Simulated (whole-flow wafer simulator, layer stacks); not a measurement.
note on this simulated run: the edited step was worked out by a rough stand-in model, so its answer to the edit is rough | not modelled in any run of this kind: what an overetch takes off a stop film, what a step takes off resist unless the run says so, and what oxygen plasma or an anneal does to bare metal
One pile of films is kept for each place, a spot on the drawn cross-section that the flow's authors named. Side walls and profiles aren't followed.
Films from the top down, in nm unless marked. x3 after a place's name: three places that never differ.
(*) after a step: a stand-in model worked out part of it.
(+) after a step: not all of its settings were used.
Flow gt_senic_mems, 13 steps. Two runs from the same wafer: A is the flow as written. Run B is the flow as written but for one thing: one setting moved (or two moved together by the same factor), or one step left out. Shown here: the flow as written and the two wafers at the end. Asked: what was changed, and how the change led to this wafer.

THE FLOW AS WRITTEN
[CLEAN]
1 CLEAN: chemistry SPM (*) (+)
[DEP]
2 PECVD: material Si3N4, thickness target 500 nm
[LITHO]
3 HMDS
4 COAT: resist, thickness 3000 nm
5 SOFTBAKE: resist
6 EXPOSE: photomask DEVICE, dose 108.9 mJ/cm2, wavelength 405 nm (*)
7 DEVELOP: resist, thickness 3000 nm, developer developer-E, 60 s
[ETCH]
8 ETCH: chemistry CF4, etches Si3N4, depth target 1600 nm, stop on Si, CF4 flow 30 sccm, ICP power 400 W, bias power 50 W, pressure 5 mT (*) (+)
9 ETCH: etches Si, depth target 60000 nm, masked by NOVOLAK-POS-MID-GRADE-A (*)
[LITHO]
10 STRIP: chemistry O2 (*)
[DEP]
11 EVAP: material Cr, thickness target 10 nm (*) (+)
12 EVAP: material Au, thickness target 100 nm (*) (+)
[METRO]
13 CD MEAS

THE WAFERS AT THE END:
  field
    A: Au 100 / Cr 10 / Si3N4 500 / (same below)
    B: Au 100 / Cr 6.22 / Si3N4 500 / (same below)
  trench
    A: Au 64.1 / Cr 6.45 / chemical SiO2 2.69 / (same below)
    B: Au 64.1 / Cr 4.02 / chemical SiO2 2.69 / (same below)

The cause: step 11, EVAP: thickness target 6.22 nm was run, where the flow has thickness target 10 nm.
It can be read off the wafer: field has Cr 6.22, and step 11 as written asks for 10 nm.

How the change led to this, step by step:
  11 EVAP: material Cr, thickness target 10 nm (*) (+)
      field: A Cr +10 (new film) | B Cr +6.22 (new film)
      trench: A Cr +6.45 (new film) | B Cr +4.02 (new film)
